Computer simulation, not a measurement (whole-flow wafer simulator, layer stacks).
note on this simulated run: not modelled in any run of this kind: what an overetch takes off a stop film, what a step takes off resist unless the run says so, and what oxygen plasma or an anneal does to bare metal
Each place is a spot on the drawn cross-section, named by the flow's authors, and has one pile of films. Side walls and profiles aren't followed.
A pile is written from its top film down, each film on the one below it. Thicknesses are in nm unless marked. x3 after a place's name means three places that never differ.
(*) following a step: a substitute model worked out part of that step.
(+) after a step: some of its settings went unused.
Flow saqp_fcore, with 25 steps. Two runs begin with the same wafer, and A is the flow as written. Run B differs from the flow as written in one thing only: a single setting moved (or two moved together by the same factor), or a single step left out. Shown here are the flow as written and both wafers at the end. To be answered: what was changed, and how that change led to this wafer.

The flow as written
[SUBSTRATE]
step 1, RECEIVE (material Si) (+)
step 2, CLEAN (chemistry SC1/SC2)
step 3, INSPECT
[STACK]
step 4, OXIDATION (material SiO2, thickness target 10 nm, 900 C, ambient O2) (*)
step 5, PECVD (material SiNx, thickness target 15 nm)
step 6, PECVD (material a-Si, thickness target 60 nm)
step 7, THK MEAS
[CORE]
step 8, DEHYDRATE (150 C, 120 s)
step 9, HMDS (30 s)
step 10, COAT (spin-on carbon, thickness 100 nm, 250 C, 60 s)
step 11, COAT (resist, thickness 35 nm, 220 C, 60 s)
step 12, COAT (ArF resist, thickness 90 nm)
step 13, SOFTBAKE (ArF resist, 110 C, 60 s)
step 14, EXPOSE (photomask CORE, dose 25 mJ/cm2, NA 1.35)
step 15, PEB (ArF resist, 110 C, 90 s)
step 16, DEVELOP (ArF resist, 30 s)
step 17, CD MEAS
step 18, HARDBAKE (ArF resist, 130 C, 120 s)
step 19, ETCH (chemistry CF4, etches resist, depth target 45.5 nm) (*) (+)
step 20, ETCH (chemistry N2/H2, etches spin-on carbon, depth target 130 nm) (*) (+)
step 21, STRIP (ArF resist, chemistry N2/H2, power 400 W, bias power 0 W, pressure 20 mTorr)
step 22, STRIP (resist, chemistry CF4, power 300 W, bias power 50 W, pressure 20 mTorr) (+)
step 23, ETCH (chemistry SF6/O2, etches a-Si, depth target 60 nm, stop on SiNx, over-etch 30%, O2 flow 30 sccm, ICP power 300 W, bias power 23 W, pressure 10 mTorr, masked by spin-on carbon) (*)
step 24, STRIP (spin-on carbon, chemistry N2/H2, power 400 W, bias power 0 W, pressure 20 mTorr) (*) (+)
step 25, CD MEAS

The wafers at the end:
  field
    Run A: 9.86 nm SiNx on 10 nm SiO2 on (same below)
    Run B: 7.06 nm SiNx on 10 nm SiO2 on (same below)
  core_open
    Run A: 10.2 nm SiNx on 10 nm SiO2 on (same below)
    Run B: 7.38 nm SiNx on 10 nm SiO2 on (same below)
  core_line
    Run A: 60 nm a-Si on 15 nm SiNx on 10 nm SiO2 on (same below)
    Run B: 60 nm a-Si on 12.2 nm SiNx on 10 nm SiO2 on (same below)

The reason: step 5, PECVD: thickness target 12.2 nm was run, whereas the flow has thickness target 15 nm.
The wafer itself shows it: core_line has SiNx 12.2, and step 5 as written asks for 15 nm.

How this came from the change, step by step:
  step 5, PECVD (material SiNx, thickness target 15 nm)
      field, core_open, core_line: A SiNx gains 15 (new film) | B SiNx gains 12.2 (new film)
